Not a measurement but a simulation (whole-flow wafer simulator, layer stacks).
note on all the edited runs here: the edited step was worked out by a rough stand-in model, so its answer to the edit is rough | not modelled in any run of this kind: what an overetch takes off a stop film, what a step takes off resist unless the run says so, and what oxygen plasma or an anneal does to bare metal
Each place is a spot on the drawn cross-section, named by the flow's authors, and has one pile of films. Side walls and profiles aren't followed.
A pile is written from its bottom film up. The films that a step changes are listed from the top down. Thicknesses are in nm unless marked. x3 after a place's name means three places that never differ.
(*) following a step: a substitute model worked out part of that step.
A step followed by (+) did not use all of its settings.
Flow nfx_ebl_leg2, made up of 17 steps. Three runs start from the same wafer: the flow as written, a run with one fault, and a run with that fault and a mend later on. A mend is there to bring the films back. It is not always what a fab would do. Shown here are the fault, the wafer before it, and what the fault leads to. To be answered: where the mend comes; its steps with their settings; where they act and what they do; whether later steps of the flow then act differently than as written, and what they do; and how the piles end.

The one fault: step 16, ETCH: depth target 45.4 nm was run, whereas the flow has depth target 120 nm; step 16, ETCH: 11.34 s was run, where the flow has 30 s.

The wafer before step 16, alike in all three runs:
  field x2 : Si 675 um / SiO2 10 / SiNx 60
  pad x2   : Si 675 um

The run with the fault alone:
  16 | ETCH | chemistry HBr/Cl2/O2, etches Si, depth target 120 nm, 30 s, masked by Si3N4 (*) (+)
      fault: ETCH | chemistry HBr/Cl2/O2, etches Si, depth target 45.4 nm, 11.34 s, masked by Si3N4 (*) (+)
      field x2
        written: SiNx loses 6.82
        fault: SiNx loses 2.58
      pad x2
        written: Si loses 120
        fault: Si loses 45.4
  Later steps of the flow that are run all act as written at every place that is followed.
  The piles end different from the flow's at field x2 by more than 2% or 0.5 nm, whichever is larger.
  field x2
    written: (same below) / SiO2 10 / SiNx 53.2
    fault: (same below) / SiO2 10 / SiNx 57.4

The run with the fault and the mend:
  After step 17 comes the mend.
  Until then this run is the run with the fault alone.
  17a | ETCH | chemistry HBr/Cl2/O2, etches Si, depth target 74.6 nm, 18.66 s, masked by Si3N4 (*) (+) (a further turn of the flow's step 16, with different settings)
      field x2
        SiNx loses 4.24
      pad x2
        Si loses 74.6
  Later steps of the flow that are run all act as written at every place that is followed.
  The piles end the same as the flow's at every place that both follow.
